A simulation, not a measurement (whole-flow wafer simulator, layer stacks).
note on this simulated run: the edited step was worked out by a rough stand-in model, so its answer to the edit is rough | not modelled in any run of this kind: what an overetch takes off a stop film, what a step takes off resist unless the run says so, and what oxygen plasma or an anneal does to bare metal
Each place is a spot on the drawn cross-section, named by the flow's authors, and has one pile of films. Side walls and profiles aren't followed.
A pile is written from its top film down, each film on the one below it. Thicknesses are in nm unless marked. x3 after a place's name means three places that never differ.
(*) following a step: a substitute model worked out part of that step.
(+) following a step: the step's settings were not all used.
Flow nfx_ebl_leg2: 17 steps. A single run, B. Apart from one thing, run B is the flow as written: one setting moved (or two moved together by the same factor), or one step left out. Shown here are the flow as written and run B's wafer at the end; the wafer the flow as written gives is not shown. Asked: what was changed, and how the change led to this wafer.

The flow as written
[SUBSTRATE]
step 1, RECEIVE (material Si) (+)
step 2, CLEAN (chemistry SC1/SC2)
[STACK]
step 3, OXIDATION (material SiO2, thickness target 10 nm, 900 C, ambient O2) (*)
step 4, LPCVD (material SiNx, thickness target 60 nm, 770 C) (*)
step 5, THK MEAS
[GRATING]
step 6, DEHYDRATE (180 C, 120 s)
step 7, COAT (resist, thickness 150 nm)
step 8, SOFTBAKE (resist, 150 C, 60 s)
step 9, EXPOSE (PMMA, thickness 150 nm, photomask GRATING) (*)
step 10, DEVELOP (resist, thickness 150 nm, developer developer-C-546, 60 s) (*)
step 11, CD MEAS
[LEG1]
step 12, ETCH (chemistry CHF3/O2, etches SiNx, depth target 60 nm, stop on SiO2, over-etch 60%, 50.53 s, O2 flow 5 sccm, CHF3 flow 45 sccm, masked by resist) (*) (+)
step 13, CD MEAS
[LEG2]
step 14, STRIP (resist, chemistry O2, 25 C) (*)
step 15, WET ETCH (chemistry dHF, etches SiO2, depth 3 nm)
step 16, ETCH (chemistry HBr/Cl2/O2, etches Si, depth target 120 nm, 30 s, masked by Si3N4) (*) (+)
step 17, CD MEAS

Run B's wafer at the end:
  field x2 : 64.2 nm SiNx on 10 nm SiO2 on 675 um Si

The reason: step 4, LPCVD: thickness target 71 nm was run, though the flow has thickness target 60 nm.

Step by step, how the change led to this:
  step 4, LPCVD (material SiNx, thickness target 60 nm, 770 C) (*)
      field x2, pad x2: SiNx gains 71 (new film) (in the flow as written it would be: SiNx gains 60 (new film))
  step 12, ETCH (chemistry CHF3/O2, etches SiNx, depth target 60 nm, stop on SiO2, over-etch 60%, 50.53 s, O2 flow 5 sccm, CHF3 flow 45 sccm, masked by resist) (*) (+)
      pad x2: SiNx loses 71 (all of it), SiO2 loses 10 (all of it) (in the flow as written it would be: SiNx loses 60 (all of it), SiO2 loses 10 (all of it))
